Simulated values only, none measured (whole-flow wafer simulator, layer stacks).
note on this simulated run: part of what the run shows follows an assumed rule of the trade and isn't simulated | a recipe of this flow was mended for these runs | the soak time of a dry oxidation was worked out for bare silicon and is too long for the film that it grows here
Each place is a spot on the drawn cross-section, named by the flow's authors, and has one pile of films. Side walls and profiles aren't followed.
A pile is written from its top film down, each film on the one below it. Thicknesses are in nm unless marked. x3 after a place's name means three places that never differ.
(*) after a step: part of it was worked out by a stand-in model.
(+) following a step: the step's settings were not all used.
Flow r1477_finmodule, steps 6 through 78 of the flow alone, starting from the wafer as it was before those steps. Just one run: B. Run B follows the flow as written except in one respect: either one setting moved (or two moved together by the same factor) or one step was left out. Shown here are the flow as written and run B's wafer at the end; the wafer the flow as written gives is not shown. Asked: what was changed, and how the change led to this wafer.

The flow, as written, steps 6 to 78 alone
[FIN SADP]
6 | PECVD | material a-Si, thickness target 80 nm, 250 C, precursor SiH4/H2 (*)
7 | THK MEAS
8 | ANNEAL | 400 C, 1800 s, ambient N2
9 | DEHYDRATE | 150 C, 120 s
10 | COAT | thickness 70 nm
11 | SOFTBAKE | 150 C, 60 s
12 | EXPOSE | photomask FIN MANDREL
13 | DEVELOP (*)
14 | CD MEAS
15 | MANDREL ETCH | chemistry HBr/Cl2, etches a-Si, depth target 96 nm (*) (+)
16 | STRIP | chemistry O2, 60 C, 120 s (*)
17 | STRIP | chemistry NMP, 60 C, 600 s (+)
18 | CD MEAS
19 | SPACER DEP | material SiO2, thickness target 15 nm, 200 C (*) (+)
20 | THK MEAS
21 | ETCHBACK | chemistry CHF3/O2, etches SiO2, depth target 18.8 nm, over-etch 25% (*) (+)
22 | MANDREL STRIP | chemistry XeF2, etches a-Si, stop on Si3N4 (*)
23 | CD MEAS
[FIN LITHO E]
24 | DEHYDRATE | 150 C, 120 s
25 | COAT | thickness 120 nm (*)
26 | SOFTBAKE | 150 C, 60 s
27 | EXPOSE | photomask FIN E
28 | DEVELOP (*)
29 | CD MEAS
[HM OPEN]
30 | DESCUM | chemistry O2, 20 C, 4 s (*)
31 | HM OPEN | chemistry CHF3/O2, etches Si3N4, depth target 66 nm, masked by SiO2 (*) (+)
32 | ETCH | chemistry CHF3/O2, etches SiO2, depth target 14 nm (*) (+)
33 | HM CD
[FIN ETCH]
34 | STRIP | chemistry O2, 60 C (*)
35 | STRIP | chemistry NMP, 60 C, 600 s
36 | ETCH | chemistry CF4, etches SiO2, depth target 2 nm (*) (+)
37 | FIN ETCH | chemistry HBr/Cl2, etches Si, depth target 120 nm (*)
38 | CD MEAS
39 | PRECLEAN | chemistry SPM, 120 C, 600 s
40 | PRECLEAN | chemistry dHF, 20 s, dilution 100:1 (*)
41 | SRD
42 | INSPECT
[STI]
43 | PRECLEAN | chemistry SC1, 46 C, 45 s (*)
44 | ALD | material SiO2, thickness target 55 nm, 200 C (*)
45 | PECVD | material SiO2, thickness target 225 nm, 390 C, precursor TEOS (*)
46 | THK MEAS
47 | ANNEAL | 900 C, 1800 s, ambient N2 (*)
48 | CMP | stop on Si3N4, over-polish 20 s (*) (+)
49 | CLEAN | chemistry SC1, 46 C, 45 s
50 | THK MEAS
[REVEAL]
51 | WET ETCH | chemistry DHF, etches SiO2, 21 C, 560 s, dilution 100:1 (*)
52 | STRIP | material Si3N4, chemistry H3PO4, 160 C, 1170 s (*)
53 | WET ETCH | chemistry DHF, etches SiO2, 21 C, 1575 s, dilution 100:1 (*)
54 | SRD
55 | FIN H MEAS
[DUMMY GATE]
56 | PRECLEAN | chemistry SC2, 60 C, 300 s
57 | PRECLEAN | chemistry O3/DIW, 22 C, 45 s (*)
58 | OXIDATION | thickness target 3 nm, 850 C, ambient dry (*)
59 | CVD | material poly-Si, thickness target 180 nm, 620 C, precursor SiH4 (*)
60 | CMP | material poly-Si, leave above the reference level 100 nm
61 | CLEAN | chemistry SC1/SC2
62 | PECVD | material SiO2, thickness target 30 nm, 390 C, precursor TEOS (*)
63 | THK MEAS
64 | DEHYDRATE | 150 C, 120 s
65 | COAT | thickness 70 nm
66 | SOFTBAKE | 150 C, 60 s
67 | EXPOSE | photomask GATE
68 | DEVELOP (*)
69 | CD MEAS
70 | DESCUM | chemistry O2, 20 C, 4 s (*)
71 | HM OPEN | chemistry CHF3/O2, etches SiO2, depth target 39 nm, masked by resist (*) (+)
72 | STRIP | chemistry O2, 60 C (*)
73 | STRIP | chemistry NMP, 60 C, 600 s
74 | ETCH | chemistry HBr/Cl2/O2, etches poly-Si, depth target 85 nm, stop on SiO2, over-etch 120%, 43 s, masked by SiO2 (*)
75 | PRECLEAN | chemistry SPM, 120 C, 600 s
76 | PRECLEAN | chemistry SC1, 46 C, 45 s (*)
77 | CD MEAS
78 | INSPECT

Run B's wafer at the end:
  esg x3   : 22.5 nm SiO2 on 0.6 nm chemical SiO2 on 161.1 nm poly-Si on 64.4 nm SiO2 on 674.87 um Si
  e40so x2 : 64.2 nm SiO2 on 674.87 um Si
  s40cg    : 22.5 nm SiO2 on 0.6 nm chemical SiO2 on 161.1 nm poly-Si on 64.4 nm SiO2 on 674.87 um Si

The reason: step 15, MANDREL ETCH: depth target 65 nm was run, whereas the flow has depth target 96 nm.

How this came from the change, step by step:
  15 | MANDREL ETCH | chemistry HBr/Cl2, etches a-Si, depth target 96 nm (*) (+)
      pad, padg, elg x4 and 24 more: -65 a-Si (in the flow as written it would be: -80 a-Si (all of it), -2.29 Si3N4)
      s40cg, s45cg, s50cg, s40co, s45co, s50co: -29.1 e-beam-resist (in the flow as written it would be: -41 e-beam-resist)
  16 | STRIP | chemistry O2, 60 C, 120 s (*)
      pad, padg, elg x4 and 24 more: +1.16 chemical SiO2 (new film), -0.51 a-Si (in the flow as written it would be: nothing)
      s40cg, s45cg, s50cg, s40co, s45co, s50co: +0.63 chemical SiO2 (new film), -40.9 e-beam-resist (all of it), -0.28 a-Si (in the flow as written it would be: +0.89 chemical SiO2 (new film), -29 e-beam-resist (all of it), -0.39 a-Si)
  21 | ETCHBACK | chemistry CHF3/O2, etches SiO2, depth target 18.8 nm, over-etch 25% (*) (+)
      pad, padg, elg x4 and 18 more: -15 SiO2 (all of it), -1.16 chemical SiO2 (all of it), -0.53 a-Si (in the flow as written it would be: -15 SiO2 (all of it), -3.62 Si3N4)
  22 | MANDREL STRIP | chemistry XeF2, etches a-Si, stop on Si3N4 (*)
      pad, padg, elg x4 and 18 more: -14 a-Si (all of it) (in the flow as written it would be: nothing)
      s40sg_line, s45sg_line, s50sg_line, s40so_line, s45so_line, s50so_line: under 1 film: -1.16 chemical SiO2 (all of it), -14.5 a-Si (all of it) (in the flow as written it would be: nothing)
  25 | COAT | thickness 120 nm (*)
      s40cg, s40co: +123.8 e-beam-resist (new film) (in the flow as written it would be: +136.7 e-beam-resist (new film))
      s40sg, s40so: +123.8 e-beam-resist (new film) (in the flow as written it would be: +142.6 e-beam-resist (new film))
      (also at 14 further places)
  28 | DEVELOP (*)
      s40cg, s40co: -123.8 e-beam-resist (all of it) (in the flow as written it would be: -136.7 e-beam-resist (all of it))
      s40sg, s40so: -123.8 e-beam-resist (all of it) (in the flow as written it would be: -142.6 e-beam-resist (all of it))
      (also at 14 further places)
  31 | HM OPEN | chemistry CHF3/O2, etches Si3N4, depth target 66 nm, masked by SiO2 (*) (+)
      s40sg_line, s45sg_line, s50sg_line, s40so_line, s45so_line, s50so_line: -15 SiO2 (all of it), -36 Si3N4 (in the flow as written it would be: -33 SiO2)
      pad, padg, esg x3 and 11 more: -60 Si3N4 (all of it), -3 SiO2 (in the flow as written it would be: -54.1 Si3N4 (all of it), -5.95 SiO2)
  32 | ETCH | chemistry CHF3/O2, etches SiO2, depth target 14 nm (*) (+)
      s40sg_line, s45sg_line, s50sg_line, s40so_line, s45so_line, s50so_line: -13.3 Si3N4 (in the flow as written it would be: -14 SiO2)
      pad, padg, esg x3 and 11 more: -7 SiO2 (all of it), -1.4 Si (in the flow as written it would be: -4.05 SiO2 (all of it), -1.99 Si)
  36 | ETCH | chemistry CF4, etches SiO2, depth target 2 nm (*) (+)
      elg x4, elo x4: nothing (in the flow as written it would be: -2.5 Si3N4)
      s40sg_line, s45sg_line, s50sg_line, s40so_line, s45so_line, s50so_line: nothing (in the flow as written it would be: -2 SiO2)
  37 | FIN ETCH | chemistry HBr/Cl2, etches Si, depth target 120 nm (*)
      s40sg_line, s45sg_line, s50sg_line, s40so_line, s45so_line, s50so_line: -10.7 Si3N4 (all of it), -3.47 SiO2 (in the flow as written it would be: -9.23 SiO2)
  40 | PRECLEAN | chemistry dHF, 20 s, dilution 100:1 (*)
      s40sg_line, s45sg_line, s50sg_line, s40so_line, s45so_line, s50so_line: -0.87 SiO2 (in the flow as written it would be: -3.61 SiO2)
  44 | ALD | material SiO2, thickness target 55 nm, 200 C (*)
      esg x3, e200sg, eso, e40so x2, e200so: +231 SiO2 (new film) (in the flow as written it would be: +223.2 SiO2 (new film))
      s40cg, s45cg, s50cg, s40co, s45co, s50co: +184 SiO2 (new film) (in the flow as written it would be: +263.2 SiO2 (new film))
      (also at 6 further places)
  48 | CMP | stop on Si3N4, over-polish 20 s (*) (+)
      elg x4, elo x4: -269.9 SiO2 (all of it), -1.12 Si3N4 (in the flow as written it would be: -247.6 SiO2)
      s40sg_line, s45sg_line, s50sg_line, s40so_line, s45so_line, s50so_line: -223.9 SiO2 (in the flow as written it would be: -287 SiO2 (all of it), -1.12 Si3N4)
      (also at 22 further places)
  51 | WET ETCH | chemistry DHF, etches SiO2, 21 C, 560 s, dilution 100:1 (*)
      elg x4, elo x4: -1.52 Si3N4 (in the flow as written it would be: -22.3 SiO2 (all of it), -0.41 Si3N4)
      s40sg_line, s45sg_line, s50sg_line, s40so_line, s45so_line, s50so_line: -28.1 SiO2 (in the flow as written it would be: -1.52 Si3N4)
  52 | STRIP | material Si3N4, chemistry H3PO4, 160 C, 1170 s (*)
      s40sg_line, s45sg_line, s50sg_line, s40so_line, s45so_line, s50so_line: -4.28 SiO2 (in the flow as written it would be: -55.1 Si3N4 (all of it), -1.49 SiO2)
      elg x4, elo x4: -40 Si3N4 (all of it), -1.96 SiO2 (in the flow as written it would be: -33.9 Si3N4 (all of it), -2.15 SiO2)
  53 | WET ETCH | chemistry DHF, etches SiO2, 21 C, 1575 s, dilution 100:1 (*)
      s40sg_line, s45sg_line, s50sg_line, s40so_line, s45so_line, s50so_line: -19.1 SiO2 (all of it) (in the flow as written it would be: -8.51 SiO2 (all of it))
  ... 2 other steps ...
  74 | ETCH | chemistry HBr/Cl2/O2, etches poly-Si, depth target 85 nm, stop on SiO2, over-etch 120%, 43 s, masked by SiO2 (*)
      e40so x2, e200so, s40co, s40so, s45co, s45so, s50co, s50so: -1.12 chemical SiO2 (all of it), -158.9 poly-Si (all of it), -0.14 SiO2 (in the flow as written it would be: -1.12 chemical SiO2 (all of it), -143.9 poly-Si (all of it), -0.22 SiO2)
      pad: -1.12 chemical SiO2 (all of it), -167.8 poly-Si (all of it), -0.1 SiO2 (in the flow as written it would be: -1.12 chemical SiO2 (all of it), -152.8 poly-Si (all of it), -0.17 SiO2)
      (also at 1 further place)
